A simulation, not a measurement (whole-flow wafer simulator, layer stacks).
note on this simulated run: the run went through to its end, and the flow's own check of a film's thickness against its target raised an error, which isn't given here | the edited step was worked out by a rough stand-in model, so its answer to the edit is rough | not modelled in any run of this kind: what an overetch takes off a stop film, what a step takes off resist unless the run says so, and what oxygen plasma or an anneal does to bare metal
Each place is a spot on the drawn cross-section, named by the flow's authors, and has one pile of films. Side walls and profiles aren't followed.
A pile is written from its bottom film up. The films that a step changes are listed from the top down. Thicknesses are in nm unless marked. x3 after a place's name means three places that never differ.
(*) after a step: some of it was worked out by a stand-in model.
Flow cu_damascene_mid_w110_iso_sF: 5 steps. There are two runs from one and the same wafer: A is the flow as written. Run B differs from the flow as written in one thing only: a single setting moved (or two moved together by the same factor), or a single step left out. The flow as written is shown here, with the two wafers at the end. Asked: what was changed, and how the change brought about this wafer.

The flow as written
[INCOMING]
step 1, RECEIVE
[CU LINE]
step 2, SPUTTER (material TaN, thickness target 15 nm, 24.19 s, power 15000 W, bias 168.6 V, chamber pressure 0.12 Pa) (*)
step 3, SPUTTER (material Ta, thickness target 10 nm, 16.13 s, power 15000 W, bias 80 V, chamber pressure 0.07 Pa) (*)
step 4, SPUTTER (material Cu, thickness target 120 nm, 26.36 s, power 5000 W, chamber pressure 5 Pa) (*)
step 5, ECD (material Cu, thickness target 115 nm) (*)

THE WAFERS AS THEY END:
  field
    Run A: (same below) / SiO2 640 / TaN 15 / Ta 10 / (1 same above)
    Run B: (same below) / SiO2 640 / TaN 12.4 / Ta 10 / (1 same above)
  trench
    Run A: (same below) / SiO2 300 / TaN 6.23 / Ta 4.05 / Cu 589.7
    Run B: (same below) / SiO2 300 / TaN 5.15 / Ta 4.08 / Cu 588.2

What caused this: step 2, SPUTTER: thickness target 12.4 nm was run, while the flow as written has thickness target 15 nm; step 2, SPUTTER: 19.96 s was run, where the flow has 24.19 s.
The wafer itself shows it: field has TaN 12.4, and step 2 as written asks for 15 nm.

Step by step, how the change led to this:
  step 2, SPUTTER (material TaN, thickness target 15 nm, 24.19 s, power 15000 W, bias 168.6 V, chamber pressure 0.12 Pa) (*)
      field: A +15 TaN (new film) | B +12.4 TaN (new film)
      trench: A +6.23 TaN (new film) | B +5.15 TaN (new film)
